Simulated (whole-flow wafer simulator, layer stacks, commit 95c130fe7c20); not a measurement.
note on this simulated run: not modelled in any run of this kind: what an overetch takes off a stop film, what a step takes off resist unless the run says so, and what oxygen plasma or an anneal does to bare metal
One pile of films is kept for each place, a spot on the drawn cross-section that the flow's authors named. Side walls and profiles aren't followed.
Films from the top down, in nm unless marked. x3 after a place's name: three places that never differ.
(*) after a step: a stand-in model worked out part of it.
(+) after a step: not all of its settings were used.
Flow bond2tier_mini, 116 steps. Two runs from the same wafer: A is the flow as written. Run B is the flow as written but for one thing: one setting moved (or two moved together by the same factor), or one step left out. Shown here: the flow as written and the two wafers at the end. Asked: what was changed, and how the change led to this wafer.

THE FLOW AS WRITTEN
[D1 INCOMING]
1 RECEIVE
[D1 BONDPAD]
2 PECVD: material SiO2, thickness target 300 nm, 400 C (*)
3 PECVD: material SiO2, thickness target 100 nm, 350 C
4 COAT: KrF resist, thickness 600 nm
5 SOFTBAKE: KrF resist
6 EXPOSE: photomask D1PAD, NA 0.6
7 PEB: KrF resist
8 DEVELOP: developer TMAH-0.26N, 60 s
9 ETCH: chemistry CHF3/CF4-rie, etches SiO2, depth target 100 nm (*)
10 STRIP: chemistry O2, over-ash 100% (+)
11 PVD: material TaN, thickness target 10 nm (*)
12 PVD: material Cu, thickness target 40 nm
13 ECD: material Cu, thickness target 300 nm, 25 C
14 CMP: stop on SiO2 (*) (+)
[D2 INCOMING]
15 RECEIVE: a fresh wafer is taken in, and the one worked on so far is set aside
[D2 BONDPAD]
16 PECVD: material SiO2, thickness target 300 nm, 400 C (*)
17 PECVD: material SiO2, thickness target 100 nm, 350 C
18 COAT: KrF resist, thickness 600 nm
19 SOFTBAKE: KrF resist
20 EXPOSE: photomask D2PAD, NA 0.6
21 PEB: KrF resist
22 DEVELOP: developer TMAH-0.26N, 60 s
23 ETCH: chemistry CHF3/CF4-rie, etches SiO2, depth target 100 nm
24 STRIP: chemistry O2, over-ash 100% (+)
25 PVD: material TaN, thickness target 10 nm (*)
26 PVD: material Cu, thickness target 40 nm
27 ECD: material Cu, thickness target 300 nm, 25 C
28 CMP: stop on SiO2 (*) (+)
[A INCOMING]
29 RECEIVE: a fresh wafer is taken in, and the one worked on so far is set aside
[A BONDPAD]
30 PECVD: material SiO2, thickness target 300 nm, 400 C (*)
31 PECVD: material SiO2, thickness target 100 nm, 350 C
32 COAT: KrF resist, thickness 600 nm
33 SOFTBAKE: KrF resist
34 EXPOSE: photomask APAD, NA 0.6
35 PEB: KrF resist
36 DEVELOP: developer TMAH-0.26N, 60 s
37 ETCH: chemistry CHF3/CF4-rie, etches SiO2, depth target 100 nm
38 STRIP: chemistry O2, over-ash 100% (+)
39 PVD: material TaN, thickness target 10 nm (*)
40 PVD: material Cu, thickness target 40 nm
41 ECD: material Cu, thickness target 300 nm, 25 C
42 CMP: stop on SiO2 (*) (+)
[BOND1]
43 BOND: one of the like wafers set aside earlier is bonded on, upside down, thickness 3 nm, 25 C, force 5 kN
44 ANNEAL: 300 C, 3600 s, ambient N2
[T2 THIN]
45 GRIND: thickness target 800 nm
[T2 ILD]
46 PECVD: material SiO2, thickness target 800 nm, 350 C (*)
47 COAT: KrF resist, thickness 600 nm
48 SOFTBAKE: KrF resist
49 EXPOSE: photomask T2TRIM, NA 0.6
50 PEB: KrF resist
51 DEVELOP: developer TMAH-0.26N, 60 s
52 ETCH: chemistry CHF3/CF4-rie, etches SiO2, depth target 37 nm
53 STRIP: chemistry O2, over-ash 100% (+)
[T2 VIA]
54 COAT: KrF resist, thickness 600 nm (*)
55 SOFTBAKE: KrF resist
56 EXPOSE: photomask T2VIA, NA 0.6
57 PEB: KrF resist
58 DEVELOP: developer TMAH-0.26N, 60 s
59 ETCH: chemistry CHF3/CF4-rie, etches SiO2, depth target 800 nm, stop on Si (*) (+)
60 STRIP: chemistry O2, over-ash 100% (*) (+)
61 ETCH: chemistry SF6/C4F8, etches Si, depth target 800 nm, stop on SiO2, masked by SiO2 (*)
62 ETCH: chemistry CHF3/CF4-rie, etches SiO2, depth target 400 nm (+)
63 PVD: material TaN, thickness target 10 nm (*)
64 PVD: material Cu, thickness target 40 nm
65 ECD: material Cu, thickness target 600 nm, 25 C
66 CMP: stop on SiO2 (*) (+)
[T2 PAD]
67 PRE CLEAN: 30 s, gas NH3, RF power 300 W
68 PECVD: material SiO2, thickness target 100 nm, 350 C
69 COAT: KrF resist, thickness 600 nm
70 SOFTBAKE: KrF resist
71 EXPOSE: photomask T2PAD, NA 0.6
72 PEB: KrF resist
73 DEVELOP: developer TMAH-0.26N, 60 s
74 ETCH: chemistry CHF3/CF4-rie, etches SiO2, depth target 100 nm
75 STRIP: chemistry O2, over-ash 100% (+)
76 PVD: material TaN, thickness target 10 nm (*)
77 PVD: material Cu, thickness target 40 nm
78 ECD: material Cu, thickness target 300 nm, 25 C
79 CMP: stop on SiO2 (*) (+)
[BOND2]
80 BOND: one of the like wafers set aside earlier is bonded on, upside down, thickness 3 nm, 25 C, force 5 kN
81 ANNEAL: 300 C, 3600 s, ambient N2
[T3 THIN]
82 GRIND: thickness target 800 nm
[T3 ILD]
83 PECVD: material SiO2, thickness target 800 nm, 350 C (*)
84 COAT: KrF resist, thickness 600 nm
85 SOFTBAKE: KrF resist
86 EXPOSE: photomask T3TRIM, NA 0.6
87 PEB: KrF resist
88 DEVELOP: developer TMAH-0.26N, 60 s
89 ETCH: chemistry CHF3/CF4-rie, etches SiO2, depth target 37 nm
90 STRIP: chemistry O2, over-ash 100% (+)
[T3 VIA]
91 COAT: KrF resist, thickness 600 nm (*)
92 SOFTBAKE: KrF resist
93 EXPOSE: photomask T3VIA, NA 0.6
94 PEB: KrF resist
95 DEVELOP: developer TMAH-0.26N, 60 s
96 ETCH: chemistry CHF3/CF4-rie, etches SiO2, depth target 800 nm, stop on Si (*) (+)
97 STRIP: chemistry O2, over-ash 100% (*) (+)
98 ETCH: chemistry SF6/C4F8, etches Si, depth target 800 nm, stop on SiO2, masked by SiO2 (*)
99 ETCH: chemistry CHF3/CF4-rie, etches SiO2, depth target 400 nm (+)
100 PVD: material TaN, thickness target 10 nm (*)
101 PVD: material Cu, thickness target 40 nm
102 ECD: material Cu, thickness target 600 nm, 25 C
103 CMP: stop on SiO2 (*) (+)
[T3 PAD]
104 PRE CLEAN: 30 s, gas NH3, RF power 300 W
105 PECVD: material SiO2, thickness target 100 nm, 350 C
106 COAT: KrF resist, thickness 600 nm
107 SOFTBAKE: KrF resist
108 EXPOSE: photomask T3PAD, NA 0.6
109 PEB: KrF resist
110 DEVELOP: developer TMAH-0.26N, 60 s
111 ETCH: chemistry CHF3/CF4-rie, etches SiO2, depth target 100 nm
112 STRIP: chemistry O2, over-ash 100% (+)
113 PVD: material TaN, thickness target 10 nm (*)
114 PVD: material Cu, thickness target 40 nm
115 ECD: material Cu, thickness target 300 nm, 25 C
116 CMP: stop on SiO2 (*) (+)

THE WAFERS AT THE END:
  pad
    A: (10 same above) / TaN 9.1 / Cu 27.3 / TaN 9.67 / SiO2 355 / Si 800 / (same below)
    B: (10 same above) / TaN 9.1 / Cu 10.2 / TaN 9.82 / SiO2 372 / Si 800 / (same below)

The cause: step 52, ETCH: depth target 20 nm was run, where the flow has depth target 37 nm.

How the change led to this, step by step:
  52 ETCH: chemistry CHF3/CF4-rie, etches SiO2, depth target 37 nm
      pad, via: A SiO2 -37 | B SiO2 -20
      field: A KrF resist -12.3 | B KrF resist -6.67
  59 ETCH: chemistry CHF3/CF4-rie, etches SiO2, depth target 800 nm, stop on Si (*) (+)
      via: A SiO2 -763 (all of it) | B SiO2 -780 (all of it)
  60 STRIP: chemistry O2, over-ash 100% (*) (+)
      field: A KrF resist -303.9 (all of it) | B KrF resist -311.1 (all of it)
      pad: A KrF resist -336 (all of it) | B KrF resist -328.4 (all of it)
  65 ECD: material Cu, thickness target 600 nm, 25 C
      pad: A Cu +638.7 | B Cu +620.9
